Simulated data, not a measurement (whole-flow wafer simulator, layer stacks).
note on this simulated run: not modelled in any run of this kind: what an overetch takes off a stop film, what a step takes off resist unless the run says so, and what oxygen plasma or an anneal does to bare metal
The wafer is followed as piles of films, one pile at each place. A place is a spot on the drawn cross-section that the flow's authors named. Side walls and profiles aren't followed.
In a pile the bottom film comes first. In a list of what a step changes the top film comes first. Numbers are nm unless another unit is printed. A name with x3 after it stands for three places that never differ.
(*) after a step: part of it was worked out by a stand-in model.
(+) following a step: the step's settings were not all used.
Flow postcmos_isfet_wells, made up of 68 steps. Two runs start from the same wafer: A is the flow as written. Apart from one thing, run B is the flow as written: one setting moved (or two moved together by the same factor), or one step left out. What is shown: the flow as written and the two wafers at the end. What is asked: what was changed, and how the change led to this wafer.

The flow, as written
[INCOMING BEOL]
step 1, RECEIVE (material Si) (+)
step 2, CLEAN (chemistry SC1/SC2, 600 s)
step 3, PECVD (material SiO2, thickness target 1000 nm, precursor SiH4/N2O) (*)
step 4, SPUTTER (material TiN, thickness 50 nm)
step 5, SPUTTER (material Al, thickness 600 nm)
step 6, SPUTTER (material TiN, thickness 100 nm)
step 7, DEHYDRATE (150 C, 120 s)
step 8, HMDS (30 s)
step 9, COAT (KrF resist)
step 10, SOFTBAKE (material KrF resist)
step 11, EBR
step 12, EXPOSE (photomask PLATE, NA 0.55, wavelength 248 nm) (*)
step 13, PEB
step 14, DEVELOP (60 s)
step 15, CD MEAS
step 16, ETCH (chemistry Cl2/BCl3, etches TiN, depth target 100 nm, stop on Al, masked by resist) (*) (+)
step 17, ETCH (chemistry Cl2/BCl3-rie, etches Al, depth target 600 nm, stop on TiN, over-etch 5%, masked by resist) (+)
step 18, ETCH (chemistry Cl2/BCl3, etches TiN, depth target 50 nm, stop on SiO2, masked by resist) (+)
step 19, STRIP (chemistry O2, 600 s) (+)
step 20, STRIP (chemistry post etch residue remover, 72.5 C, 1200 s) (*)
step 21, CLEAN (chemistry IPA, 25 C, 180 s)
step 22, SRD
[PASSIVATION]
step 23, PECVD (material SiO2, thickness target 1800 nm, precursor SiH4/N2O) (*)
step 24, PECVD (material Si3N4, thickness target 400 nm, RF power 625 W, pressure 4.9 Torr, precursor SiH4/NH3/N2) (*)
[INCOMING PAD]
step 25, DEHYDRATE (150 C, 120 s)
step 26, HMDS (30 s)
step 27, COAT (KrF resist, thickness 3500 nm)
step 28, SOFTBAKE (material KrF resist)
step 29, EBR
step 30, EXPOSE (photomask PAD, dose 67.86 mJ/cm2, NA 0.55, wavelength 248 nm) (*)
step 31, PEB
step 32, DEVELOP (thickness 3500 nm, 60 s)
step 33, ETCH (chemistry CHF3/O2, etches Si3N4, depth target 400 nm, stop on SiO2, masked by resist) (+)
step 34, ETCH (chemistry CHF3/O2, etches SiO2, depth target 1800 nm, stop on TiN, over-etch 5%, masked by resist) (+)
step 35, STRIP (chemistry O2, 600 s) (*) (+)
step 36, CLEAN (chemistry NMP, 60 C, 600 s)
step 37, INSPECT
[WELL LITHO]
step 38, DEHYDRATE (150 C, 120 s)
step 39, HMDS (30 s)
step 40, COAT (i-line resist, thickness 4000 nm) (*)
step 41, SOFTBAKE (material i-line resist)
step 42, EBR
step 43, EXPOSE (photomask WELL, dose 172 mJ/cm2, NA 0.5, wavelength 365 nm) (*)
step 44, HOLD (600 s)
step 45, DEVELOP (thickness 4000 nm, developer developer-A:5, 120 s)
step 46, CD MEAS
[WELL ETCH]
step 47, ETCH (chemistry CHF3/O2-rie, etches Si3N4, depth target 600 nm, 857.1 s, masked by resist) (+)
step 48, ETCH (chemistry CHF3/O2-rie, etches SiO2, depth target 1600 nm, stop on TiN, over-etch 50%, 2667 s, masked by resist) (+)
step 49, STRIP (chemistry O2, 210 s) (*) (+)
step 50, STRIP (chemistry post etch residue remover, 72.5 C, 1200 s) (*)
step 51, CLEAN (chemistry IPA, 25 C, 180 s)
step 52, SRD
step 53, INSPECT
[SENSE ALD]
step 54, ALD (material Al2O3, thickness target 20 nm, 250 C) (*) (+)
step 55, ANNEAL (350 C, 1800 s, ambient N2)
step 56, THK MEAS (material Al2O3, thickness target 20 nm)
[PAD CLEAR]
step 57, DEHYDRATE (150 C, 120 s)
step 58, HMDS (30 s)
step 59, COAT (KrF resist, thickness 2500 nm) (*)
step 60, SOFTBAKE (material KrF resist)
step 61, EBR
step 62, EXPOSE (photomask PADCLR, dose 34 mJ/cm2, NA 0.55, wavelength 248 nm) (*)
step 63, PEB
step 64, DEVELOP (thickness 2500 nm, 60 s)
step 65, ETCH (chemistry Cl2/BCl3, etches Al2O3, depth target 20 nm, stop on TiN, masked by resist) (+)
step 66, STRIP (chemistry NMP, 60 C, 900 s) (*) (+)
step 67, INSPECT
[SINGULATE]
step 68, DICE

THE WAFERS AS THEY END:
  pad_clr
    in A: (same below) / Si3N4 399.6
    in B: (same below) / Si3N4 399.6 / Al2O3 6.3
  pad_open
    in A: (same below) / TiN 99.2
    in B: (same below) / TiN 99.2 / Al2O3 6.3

Cause: step 65, ETCH: depth target 13.7 nm was run, whereas the flow has depth target 20 nm.

The path from the change to this, step by step:
  step 65, ETCH (chemistry Cl2/BCl3, etches Al2O3, depth target 20 nm, stop on TiN, masked by resist) (+)
      pad_clr, pad_open: A -20 Al2O3 (all of it) | B -13.7 Al2O3
      field, margin, pad_rim: A -25 KrF resist | B -17.1 KrF resist
